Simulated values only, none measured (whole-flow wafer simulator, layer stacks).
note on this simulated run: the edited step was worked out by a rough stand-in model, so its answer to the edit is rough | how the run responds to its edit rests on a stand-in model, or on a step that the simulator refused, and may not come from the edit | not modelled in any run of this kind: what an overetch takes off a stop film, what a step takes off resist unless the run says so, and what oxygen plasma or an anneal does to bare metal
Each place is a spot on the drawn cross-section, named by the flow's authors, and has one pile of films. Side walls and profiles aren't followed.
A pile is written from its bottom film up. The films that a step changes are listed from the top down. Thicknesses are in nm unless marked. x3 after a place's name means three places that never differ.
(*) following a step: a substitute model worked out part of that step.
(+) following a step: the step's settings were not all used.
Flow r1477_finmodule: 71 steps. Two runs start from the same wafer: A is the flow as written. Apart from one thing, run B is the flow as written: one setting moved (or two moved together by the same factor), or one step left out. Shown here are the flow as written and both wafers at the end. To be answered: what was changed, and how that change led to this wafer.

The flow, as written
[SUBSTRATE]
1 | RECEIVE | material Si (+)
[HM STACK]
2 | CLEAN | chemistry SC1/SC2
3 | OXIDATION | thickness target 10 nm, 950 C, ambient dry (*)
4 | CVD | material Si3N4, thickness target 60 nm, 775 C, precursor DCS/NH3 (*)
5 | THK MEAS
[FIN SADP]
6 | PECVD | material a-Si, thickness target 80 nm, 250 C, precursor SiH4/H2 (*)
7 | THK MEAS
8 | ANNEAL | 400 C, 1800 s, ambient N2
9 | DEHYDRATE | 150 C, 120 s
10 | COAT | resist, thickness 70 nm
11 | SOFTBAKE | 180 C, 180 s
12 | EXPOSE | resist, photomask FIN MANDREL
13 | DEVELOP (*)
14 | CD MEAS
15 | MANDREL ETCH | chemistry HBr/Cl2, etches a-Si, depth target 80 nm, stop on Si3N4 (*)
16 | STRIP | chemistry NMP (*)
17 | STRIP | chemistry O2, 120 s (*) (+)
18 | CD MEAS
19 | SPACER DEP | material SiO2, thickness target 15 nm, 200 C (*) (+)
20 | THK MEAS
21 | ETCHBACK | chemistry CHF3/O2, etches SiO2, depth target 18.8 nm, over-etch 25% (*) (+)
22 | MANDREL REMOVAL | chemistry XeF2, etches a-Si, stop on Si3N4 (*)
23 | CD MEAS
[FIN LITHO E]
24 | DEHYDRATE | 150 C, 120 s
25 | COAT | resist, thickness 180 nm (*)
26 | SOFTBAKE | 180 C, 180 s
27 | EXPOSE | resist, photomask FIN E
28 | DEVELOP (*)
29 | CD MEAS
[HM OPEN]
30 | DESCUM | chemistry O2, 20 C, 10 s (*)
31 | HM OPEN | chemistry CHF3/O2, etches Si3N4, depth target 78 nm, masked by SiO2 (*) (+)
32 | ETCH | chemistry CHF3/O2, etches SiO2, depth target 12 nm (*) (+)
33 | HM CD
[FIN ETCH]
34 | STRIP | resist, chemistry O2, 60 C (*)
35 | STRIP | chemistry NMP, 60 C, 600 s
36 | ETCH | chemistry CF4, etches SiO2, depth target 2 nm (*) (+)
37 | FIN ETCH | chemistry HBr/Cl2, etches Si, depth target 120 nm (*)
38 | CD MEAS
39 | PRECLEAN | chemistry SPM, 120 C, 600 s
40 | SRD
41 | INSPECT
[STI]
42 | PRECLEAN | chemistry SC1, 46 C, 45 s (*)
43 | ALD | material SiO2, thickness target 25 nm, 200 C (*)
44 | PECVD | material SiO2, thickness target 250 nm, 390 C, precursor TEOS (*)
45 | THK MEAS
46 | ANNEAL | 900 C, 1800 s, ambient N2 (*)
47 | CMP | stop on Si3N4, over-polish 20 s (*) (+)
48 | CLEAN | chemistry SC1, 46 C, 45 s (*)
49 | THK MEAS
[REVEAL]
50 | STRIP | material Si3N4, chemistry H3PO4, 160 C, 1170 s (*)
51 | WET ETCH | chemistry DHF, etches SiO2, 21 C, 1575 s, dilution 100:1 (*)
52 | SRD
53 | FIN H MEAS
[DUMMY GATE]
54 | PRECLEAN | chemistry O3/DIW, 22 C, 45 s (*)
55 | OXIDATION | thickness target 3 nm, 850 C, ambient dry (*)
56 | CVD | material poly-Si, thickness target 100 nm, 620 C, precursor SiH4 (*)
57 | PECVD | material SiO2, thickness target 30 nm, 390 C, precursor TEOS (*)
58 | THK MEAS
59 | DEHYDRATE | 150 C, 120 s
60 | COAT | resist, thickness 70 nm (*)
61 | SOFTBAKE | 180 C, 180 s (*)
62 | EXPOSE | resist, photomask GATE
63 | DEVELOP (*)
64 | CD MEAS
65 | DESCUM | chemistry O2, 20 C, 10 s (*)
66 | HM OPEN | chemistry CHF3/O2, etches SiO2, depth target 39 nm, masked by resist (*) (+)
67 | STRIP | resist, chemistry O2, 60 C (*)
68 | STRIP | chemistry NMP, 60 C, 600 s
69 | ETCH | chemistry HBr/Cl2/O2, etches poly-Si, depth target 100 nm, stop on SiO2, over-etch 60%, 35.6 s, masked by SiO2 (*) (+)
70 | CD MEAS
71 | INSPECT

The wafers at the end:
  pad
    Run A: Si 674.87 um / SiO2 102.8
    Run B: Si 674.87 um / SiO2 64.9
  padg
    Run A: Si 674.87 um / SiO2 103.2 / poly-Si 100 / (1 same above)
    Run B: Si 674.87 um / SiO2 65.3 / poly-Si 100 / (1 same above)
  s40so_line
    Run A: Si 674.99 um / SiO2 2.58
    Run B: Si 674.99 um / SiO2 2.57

Cause: step 44, PECVD: thickness target 135 nm was run, while the flow as written has thickness target 250 nm.

Step by step, how the change led to this:
  44 | PECVD | material SiO2, thickness target 250 nm, 390 C, precursor TEOS (*)
      pad, padg, elg and 33 more: A SiO2 gains 250 | B SiO2 gains 135
  46 | ANNEAL | 900 C, 1800 s, ambient N2 (*)
      pad, padg, elg and 33 more: A SiO2 loses 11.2 | B SiO2 loses 6.07
  47 | CMP | stop on Si3N4, over-polish 20 s (*) (+)
      pad, padg, e40sg and 11 more: A SiO2 loses 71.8 | B nothing
      eso: A SiO2 loses 72.4 | B nothing
      (also at 21 further places)
  60 | COAT | resist, thickness 70 nm (*)
      e40lg, e100lg, e200lg, elo, e40lo, e100lo, e200lo: A resist gains 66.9 (new film) | B resist gains 65 (new film)
      e40sg, e40so: A resist gains 129.5 (new film) | B resist gains 165.6 (new film)
      (also at 17 further places)
  63 | DEVELOP (*)
      elo, e40lo, e100lo, e200lo: A resist loses 66.9 (all of it) | B resist loses 65 (all of it)
      eso: A resist loses 129.5 (all of it) | B resist loses 165 (all of it)
      (also at 9 further places)
  67 | STRIP | resist, chemistry O2, 60 C (*)
      e40lg, e100lg, e200lg: A resist loses 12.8 (all of it) | B resist loses 10.9 (all of it)
      e40sg: A resist loses 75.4 (all of it) | B resist loses 111.5 (all of it)
      (also at 11 further places)
